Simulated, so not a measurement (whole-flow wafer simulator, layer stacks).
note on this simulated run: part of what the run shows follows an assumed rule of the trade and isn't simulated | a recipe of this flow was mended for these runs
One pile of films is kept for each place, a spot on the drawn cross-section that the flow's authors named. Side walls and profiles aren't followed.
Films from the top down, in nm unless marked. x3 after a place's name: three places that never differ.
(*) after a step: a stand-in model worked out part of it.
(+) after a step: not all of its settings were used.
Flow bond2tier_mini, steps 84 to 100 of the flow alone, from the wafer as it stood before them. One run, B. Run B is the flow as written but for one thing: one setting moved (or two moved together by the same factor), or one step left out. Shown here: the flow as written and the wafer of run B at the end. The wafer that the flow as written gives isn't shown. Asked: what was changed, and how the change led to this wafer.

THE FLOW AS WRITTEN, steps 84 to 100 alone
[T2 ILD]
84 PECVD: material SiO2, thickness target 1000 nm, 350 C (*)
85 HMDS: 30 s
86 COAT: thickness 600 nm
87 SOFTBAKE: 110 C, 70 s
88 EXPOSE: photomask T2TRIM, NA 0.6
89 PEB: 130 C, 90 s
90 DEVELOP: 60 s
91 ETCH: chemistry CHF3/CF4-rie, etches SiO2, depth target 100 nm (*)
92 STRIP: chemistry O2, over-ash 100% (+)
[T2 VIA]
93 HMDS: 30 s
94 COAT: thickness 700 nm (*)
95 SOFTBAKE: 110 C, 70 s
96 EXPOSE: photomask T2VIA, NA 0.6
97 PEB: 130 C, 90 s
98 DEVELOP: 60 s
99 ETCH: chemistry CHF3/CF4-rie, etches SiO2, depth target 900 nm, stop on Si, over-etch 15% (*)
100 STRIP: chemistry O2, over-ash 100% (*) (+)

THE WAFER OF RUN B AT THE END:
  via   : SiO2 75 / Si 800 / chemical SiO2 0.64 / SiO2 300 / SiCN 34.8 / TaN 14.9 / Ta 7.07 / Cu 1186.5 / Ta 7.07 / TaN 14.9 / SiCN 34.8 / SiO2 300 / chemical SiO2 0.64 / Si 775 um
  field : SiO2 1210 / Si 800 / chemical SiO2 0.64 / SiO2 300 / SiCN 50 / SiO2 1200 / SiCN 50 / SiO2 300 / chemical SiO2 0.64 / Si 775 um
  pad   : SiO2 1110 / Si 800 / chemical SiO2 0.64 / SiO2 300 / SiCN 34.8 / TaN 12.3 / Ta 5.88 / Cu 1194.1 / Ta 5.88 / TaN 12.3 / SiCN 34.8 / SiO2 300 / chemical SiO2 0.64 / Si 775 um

The cause: step 84, PECVD: thickness target 1210 nm was run, where the flow has thickness target 1000 nm.
It can be read off the wafer: field has SiO2 1210, and step 84 as written asks for 1000 nm.

How the change led to this, step by step:
  84 PECVD: material SiO2, thickness target 1000 nm, 350 C (*)
      field, pad, via: SiO2 +1210 (new film) (as written it would be: SiO2 +1000 (new film))
  99 ETCH: chemistry CHF3/CF4-rie, etches SiO2, depth target 900 nm, stop on Si, over-etch 15% (*)
      via: SiO2 -1035 (as written it would be: SiO2 -900 (all of it), Si -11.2)
